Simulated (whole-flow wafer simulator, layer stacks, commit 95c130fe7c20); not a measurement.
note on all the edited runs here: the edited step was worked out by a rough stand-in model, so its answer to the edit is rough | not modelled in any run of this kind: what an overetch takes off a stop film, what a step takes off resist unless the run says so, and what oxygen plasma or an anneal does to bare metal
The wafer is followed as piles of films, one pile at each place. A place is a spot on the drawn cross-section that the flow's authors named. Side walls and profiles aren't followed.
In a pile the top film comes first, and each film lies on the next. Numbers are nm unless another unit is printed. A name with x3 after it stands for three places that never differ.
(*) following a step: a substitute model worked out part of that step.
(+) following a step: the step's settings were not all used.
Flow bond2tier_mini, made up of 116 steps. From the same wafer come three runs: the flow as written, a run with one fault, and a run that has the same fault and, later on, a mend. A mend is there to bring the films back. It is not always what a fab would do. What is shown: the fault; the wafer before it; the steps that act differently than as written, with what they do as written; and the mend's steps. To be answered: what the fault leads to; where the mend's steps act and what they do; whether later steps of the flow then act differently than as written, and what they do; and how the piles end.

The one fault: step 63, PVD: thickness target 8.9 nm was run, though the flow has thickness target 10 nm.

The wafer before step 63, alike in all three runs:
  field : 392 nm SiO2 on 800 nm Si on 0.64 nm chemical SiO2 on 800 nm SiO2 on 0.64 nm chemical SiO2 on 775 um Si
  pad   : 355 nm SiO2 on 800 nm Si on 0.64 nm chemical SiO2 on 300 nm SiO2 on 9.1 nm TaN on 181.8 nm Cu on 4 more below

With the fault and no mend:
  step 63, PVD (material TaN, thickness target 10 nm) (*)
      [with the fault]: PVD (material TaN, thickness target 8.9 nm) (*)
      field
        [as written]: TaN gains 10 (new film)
        [with the fault]: TaN gains 8.9 (new film)
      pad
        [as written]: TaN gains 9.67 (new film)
        [with the fault]: TaN gains 8.6 (new film)
  Later steps of the flow acting differently than as written (1 more step, not shown, differs only slightly: by at most 2% or 0.5 nm, whichever is larger):
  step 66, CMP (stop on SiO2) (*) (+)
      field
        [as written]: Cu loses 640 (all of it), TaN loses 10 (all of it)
        [with the fault]: Cu loses 640 (all of it), TaN loses 8.9 (all of it)
  The piles end different from the flow's at pad by more than 2% or 0.5 nm, whichever is larger.
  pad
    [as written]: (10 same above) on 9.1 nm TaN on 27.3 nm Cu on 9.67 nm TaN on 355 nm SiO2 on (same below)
    [with the fault]: (10 same above) on 9.1 nm TaN on 28.4 nm Cu on 8.6 nm TaN on 355 nm SiO2 on (same below)

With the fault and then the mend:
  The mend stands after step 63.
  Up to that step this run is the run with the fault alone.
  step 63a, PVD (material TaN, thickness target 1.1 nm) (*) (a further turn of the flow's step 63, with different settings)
      field
        TaN gains 1.1
      pad
        TaN gains 1.06
  Later steps of the flow that are run all act as written at every place that is followed.
  By the end, the piles equal the flow's at every place that both follow.
